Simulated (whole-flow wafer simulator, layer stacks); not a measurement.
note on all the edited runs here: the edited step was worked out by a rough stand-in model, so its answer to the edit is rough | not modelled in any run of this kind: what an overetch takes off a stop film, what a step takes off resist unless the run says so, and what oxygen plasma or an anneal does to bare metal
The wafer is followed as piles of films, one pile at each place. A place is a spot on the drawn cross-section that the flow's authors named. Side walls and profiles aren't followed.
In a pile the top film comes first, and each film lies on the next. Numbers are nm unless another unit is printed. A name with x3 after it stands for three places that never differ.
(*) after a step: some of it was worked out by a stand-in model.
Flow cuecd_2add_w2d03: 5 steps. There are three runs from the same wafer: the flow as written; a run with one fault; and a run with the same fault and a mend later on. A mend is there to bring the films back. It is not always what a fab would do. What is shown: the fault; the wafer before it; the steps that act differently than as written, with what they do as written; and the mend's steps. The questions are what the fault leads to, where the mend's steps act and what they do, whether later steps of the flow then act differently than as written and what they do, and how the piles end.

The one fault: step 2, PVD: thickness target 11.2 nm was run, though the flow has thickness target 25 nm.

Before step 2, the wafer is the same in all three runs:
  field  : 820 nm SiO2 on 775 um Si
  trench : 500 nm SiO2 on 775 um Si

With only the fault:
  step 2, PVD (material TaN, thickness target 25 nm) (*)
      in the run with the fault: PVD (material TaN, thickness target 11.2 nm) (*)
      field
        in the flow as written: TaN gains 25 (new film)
        in the run with the fault: TaN gains 11.2 (new film)
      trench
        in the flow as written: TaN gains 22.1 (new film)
        in the run with the fault: TaN gains 9.9 (new film)
  Later steps of the flow that are run all act as written at every place that is followed, up to a difference of at most 2% or 0.5 nm, whichever is larger.
  The piles end different from the flow's at field, trench by more than 2% or 0.5 nm, whichever is larger.
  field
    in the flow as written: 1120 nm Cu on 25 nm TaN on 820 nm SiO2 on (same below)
    in the run with the fault: 1120 nm Cu on 11.2 nm TaN on 820 nm SiO2 on (same below)
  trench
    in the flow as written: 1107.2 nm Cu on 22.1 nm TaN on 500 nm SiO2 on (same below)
    in the run with the fault: 1107.3 nm Cu on 9.9 nm TaN on 500 nm SiO2 on (same below)

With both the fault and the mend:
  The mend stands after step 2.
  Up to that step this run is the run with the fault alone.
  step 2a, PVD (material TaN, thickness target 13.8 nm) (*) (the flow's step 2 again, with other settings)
      field
        TaN gains 13.8
      trench
        TaN gains 12.2
  Later steps of the flow that are run all act as written at every place that is followed.
  By the end, the piles equal the flow's at every place that both follow.
